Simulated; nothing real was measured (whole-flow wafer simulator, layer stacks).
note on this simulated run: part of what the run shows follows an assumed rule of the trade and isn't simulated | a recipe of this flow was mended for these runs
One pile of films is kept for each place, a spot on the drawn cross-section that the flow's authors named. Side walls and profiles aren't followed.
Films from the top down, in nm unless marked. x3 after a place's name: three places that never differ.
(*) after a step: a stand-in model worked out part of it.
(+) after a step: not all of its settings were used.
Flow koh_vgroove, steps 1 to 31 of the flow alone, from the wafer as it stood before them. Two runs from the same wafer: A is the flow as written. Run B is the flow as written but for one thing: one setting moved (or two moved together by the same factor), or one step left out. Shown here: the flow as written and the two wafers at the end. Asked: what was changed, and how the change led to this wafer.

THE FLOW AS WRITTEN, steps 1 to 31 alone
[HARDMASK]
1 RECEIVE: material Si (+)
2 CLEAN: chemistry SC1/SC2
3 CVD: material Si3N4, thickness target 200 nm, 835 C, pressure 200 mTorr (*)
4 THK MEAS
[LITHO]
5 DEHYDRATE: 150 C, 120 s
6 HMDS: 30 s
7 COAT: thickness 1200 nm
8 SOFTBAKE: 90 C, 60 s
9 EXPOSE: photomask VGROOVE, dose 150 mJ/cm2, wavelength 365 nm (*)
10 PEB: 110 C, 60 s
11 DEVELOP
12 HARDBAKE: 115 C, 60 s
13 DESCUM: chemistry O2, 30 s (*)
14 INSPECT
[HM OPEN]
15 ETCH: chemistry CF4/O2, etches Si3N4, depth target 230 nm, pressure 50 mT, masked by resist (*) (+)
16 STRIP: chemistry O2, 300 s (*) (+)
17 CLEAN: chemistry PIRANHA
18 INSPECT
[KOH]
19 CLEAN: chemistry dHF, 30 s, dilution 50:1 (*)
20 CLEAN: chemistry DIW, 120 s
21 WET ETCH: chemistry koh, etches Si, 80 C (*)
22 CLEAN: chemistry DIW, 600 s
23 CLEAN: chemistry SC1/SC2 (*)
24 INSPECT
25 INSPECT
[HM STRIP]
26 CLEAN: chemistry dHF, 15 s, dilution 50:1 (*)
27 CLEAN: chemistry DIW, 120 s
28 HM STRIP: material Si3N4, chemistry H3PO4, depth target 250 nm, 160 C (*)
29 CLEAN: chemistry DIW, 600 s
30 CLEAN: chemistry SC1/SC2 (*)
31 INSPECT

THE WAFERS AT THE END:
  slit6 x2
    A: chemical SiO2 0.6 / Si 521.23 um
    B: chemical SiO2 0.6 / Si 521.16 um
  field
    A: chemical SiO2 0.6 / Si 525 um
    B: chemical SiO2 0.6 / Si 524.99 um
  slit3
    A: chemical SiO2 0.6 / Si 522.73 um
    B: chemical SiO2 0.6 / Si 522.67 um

The cause: step 3, CVD: 800 C was run, where the flow has 835 C.

How the change led to this, step by step:
  3 CVD: material Si3N4, thickness target 200 nm, 835 C, pressure 200 mTorr (*)
      field, slit3, slit2, slit6 x2: A Si3N4 +200 (new film) | B Si3N4 +132.8 (new film)
  15 ETCH: chemistry CF4/O2, etches Si3N4, depth target 230 nm, pressure 50 mT, masked by resist (*) (+)
      slit3, slit2, slit6 x2: A Si3N4 -200 (all of it), chemical SiO2 -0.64 (all of it), Si -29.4 | B Si3N4 -132.8 (all of it), chemical SiO2 -0.64 (all of it), Si -96.5
  28 HM STRIP: material Si3N4, chemistry H3PO4, depth target 250 nm, 160 C (*)
      field: A Si3N4 -198.7 (all of it), chemical SiO2 -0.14, Si -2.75 | B Si3N4 -131.6 (all of it), chemical SiO2 -0.14, Si -6.11
